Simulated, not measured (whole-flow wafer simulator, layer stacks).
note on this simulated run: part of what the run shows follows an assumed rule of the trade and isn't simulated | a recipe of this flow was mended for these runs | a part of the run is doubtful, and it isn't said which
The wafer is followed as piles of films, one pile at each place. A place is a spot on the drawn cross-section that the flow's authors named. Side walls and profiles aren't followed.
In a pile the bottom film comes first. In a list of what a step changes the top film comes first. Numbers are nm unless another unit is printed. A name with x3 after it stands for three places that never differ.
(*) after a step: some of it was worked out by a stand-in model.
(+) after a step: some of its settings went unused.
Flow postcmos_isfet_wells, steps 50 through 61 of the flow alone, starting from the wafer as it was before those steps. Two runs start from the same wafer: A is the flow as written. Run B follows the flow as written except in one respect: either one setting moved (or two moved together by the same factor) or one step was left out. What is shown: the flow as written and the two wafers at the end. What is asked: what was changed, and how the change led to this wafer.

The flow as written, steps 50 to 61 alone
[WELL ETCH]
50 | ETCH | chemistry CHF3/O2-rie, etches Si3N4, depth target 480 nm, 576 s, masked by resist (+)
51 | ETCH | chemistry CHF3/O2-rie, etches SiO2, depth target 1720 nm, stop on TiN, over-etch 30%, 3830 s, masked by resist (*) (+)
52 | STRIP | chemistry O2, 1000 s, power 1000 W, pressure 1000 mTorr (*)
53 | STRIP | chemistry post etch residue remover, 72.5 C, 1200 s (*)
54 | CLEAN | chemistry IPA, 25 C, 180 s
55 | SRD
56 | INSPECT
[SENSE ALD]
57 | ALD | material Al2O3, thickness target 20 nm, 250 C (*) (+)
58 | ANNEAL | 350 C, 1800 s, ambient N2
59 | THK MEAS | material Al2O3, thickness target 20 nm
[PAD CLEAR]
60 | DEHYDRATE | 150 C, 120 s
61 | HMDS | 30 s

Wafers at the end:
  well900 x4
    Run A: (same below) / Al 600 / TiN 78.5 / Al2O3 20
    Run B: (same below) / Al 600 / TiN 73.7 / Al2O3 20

Cause: step 50, ETCH: depth target 192 nm was run, though the flow has depth target 480 nm; step 50, ETCH: 230 s was run, where the flow has 576 s.

How this came from the change, step by step:
  50 | ETCH | chemistry CHF3/O2-rie, etches Si3N4, depth target 480 nm, 576 s, masked by resist (+)
      well900 x4: A Si3N4 loses 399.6 (all of it), SiO2 loses 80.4 | B Si3N4 loses 76.7
      field, margin x2, pad_clr, pad_open: A thick-g/i-line-resist loses 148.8 | B thick-g/i-line-resist loses 59.4
  51 | ETCH | chemistry CHF3/O2-rie, etches SiO2, depth target 1720 nm, stop on TiN, over-etch 30%, 3830 s, masked by resist (*) (+)
      well900 x4: A SiO2 loses 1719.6 (all of it), TiN loses 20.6 | B Si3N4 loses 323 (all of it), SiO2 loses 1800 (all of it), TiN loses 25.5
  52 | STRIP | chemistry O2, 1000 s, power 1000 W, pressure 1000 mTorr (*)
      field, margin x2: A thick-g/i-line-resist loses 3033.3 (all of it) | B thick-g/i-line-resist loses 3122.6 (all of it)
      pad_clr: A thick-g/i-line-resist loses 2159.6 (all of it) | B thick-g/i-line-resist loses 2249 (all of it)
      (and at 1 other place as well)
